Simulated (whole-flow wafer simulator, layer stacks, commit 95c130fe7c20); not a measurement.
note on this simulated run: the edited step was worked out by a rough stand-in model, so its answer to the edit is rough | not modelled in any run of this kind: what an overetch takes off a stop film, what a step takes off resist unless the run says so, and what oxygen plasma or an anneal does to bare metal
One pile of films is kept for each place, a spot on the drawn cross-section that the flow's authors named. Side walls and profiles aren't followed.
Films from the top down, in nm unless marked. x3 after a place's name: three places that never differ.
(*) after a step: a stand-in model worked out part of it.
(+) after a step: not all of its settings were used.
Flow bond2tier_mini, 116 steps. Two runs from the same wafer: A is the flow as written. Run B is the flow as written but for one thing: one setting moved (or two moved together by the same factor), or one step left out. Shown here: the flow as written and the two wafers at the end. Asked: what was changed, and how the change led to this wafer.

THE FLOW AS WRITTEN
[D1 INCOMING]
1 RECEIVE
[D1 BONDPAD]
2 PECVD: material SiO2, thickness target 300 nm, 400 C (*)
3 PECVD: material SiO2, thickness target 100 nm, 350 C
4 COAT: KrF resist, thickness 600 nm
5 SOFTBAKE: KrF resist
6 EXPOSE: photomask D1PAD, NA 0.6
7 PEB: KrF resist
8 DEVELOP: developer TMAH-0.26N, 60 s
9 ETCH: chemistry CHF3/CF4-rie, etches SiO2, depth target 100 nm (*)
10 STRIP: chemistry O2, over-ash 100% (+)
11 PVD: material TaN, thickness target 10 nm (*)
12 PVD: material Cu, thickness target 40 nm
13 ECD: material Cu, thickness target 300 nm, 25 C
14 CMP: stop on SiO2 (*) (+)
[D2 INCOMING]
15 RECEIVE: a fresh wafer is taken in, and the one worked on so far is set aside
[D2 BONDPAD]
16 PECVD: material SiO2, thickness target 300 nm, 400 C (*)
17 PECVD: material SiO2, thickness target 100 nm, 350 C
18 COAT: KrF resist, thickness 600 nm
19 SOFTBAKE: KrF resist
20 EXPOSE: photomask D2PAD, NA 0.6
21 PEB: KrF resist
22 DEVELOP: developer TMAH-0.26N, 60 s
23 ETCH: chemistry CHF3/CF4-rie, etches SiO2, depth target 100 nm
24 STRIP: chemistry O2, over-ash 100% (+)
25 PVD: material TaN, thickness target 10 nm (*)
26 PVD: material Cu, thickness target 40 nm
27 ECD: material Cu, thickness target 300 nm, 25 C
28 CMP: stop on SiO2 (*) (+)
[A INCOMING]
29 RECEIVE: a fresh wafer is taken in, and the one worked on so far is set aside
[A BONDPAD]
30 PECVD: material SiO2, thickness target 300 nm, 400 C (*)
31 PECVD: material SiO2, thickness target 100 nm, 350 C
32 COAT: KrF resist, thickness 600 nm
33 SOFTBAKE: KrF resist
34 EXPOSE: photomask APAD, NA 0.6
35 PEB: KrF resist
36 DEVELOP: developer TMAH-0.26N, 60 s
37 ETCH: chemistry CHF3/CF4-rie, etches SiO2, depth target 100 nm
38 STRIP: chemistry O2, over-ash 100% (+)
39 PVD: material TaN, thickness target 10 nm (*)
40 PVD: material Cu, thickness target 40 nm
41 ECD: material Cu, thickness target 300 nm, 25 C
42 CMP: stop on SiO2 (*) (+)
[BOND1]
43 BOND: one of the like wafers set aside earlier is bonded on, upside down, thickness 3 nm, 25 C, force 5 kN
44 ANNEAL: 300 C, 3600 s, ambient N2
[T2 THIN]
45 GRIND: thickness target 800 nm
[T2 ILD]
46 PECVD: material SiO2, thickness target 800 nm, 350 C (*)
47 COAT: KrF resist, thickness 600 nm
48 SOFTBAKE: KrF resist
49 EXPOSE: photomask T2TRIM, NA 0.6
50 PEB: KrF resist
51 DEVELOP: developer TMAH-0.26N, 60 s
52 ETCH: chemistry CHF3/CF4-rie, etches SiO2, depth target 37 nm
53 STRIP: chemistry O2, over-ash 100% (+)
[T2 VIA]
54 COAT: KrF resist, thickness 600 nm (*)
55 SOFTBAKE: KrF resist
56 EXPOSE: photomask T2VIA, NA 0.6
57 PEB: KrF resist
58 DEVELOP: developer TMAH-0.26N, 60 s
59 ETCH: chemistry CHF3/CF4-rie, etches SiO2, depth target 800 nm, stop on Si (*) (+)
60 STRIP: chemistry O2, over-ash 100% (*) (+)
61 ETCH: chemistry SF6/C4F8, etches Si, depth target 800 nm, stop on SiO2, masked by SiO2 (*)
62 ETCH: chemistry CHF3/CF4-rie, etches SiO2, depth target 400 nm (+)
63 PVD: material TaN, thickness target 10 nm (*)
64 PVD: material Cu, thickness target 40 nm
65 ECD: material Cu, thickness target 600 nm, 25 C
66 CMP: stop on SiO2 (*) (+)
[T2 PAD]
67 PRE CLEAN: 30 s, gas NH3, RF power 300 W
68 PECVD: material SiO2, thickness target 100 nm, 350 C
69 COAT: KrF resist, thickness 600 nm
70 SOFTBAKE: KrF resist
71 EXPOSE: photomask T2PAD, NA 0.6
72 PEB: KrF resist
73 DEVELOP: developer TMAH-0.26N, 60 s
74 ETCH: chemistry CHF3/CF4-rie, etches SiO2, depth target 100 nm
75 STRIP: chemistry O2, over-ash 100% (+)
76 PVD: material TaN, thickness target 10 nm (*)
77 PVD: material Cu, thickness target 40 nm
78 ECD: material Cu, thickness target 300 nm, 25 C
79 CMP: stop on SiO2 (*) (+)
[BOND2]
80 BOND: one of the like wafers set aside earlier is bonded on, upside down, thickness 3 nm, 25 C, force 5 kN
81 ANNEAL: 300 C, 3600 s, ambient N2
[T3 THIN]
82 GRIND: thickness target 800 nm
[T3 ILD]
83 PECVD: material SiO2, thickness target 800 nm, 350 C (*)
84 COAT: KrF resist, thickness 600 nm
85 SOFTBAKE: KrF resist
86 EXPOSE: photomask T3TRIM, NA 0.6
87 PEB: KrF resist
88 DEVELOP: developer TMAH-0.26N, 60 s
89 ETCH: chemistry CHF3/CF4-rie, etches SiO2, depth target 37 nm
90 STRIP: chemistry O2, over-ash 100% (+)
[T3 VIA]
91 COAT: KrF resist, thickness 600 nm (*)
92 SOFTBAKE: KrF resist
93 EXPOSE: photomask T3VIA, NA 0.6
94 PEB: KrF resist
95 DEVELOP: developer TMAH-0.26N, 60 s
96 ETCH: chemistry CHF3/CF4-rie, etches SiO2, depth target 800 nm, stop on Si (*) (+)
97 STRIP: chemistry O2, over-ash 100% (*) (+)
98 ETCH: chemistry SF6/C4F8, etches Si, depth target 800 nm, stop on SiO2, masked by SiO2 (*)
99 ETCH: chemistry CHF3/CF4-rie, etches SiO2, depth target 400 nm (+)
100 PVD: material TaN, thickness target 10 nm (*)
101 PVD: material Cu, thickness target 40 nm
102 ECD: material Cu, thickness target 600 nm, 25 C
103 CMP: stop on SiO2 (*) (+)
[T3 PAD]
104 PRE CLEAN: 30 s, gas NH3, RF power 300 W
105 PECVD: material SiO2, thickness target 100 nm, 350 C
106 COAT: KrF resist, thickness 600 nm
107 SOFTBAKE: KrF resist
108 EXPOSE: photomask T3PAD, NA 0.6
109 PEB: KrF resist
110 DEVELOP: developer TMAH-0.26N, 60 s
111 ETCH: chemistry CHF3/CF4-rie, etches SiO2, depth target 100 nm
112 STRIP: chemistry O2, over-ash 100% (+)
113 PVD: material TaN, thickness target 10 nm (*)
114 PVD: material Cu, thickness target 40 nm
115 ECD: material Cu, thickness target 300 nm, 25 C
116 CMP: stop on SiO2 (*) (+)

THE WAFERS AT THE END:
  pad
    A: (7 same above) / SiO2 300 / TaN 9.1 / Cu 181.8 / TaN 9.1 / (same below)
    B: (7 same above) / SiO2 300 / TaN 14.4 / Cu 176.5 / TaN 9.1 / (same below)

The cause: step 25, PVD: thickness target 15.8 nm was run, where the flow has thickness target 10 nm.

How the change led to this, step by step:
  25 PVD: material TaN, thickness target 10 nm (*)
      field: A TaN +10 (new film) | B TaN +15.8 (new film)
      pad: A TaN +9.1 (new film) | B TaN +14.4 (new film)
      (and at 1 more place)
  28 CMP: stop on SiO2 (*) (+)
      field: A Cu -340 (all of it), TaN -10 (all of it) | B Cu -340 (all of it), TaN -15.8 (all of it)
  80 BOND: one of the like wafers set aside earlier is bonded on, upside down, thickness 3 nm, 25 C, force 5 kN
      pad: A Si +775 um (new film), chemical SiO2 +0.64 (new film), SiO2 +300 (new film), TaN +9.1 (new film), Cu +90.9 | B Si +775 um (new film), chemical SiO2 +0.64 (new film), SiO2 +300 (new film), TaN +14.4 (new film), Cu +85.6
